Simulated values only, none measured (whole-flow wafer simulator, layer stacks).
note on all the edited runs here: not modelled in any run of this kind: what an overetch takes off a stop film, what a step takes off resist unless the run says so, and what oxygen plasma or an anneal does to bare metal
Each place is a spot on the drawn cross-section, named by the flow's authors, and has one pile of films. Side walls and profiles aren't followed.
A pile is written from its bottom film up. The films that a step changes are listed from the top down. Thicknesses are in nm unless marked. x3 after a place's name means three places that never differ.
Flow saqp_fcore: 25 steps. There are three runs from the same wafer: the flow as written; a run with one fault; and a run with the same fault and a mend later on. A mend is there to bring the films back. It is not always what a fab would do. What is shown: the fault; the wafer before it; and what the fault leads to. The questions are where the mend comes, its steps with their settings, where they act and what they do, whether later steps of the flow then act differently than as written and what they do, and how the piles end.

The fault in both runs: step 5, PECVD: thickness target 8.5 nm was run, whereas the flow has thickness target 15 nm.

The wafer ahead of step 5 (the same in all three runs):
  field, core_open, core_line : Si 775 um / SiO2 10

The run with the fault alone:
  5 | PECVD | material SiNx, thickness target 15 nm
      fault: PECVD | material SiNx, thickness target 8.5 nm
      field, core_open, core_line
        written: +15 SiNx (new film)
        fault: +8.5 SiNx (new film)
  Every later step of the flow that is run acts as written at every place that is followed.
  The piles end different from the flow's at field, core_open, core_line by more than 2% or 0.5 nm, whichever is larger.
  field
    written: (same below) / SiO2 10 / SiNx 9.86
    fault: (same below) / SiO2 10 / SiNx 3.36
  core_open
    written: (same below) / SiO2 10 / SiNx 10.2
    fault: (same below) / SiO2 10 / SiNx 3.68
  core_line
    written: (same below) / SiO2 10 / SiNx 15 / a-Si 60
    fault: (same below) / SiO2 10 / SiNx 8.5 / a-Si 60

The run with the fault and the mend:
  The mend follows step 5.
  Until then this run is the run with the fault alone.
  5a | ETCH | chemistry h3po4, depth target 9.775 nm
      field, core_open, core_line
        -8.5 SiNx (all of it)
  5b | PECVD | material SiNx, thickness target 15 nm (a further turn of the flow's step 5)
      field, core_open, core_line
        +15 SiNx (new film)
  Every later step of the flow that is run acts as written at every place that is followed.
  The piles end the same as the flow's at every place that both follow.
